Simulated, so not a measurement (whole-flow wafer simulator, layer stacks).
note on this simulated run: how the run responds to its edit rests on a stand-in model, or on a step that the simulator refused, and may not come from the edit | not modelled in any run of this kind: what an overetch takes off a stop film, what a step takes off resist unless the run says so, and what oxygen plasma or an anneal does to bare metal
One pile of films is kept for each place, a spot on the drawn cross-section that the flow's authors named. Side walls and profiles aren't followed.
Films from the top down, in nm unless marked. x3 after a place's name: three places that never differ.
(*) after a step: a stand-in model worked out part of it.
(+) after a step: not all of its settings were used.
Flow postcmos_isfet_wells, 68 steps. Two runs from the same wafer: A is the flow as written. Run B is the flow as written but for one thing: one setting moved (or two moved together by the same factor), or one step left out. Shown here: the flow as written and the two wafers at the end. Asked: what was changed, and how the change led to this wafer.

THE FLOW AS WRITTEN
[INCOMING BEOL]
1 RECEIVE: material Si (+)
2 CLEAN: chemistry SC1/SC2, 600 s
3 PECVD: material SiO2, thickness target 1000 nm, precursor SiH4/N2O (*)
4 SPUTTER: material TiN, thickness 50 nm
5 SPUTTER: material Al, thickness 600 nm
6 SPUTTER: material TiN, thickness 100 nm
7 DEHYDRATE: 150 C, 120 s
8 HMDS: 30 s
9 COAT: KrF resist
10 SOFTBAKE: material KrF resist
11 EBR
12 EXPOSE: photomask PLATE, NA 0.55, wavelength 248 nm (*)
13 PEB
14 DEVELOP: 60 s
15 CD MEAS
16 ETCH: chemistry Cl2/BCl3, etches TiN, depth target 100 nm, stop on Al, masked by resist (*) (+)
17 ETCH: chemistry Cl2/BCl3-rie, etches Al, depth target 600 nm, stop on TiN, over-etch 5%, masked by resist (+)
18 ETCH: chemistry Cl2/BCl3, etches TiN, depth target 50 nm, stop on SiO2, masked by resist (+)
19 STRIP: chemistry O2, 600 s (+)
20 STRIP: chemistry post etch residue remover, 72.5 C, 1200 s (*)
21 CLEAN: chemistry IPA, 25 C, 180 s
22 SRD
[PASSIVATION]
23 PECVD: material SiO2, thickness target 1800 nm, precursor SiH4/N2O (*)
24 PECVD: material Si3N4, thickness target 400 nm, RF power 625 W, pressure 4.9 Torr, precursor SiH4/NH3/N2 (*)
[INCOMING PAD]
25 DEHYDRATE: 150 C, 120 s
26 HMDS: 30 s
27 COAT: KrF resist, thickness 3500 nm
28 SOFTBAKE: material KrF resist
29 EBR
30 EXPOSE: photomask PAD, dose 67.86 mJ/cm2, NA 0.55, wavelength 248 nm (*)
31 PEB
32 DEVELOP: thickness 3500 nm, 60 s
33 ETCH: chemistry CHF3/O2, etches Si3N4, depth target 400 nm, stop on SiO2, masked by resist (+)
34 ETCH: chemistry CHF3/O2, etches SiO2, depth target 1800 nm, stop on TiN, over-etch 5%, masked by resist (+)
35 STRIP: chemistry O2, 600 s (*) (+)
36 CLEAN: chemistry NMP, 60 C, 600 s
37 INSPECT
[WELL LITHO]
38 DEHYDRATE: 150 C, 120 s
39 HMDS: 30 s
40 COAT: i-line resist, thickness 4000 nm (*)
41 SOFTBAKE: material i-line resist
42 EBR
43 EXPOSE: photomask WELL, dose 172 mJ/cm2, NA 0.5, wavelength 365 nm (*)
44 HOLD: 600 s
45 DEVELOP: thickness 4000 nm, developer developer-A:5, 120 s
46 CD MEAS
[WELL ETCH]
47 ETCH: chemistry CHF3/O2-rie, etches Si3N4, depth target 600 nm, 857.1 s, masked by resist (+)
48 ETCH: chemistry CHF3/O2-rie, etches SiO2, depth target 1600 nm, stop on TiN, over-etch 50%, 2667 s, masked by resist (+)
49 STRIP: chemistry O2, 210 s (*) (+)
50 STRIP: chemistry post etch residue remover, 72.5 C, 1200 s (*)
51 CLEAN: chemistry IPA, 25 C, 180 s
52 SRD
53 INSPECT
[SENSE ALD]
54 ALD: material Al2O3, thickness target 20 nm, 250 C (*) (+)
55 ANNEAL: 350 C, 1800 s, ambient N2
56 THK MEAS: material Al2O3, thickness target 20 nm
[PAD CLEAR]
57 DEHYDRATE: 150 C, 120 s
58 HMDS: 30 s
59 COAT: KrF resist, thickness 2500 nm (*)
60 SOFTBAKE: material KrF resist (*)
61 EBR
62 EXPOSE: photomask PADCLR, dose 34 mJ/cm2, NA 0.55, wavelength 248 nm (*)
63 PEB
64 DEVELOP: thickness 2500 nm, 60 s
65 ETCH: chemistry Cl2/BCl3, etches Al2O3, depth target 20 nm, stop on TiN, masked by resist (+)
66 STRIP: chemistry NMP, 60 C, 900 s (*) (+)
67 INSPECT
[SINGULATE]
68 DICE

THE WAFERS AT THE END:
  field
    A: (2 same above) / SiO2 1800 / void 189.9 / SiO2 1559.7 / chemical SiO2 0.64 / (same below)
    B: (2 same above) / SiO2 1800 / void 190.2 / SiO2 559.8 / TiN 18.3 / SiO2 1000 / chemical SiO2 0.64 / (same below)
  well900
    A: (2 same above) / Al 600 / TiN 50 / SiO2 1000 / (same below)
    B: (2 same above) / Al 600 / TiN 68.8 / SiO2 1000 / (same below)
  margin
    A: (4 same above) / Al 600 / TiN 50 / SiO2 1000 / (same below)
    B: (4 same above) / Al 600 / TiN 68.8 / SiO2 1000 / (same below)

The cause: step 4, SPUTTER: thickness 68.75 nm was run, where the flow has thickness 50 nm.
It can be read off the wafer: well900 has TiN 68.8, and step 4 as written asks for 50 nm.

How the change led to this, step by step:
  4 SPUTTER: material TiN, thickness 50 nm
      field, margin, well900, well1300 x3, pad_rim, pad_clr, pad_open: A TiN +50 (new film) | B TiN +68.8 (new film)
  18 ETCH: chemistry Cl2/BCl3, etches TiN, depth target 50 nm, stop on SiO2, masked by resist (+)
      field: A TiN -50 (all of it) | B TiN -50
  23 PECVD: material SiO2, thickness target 1800 nm, precursor SiH4/N2O (*)
      field: A SiO2 +1800 (new film), void +189.9 (new film), SiO2 +559.7 | B SiO2 +1800 (new film), void +190.2 (new film), SiO2 +559.8 (new film)
Counting metal films that touch as one body, field has 1 body; the flow as written gives 0 bodies.
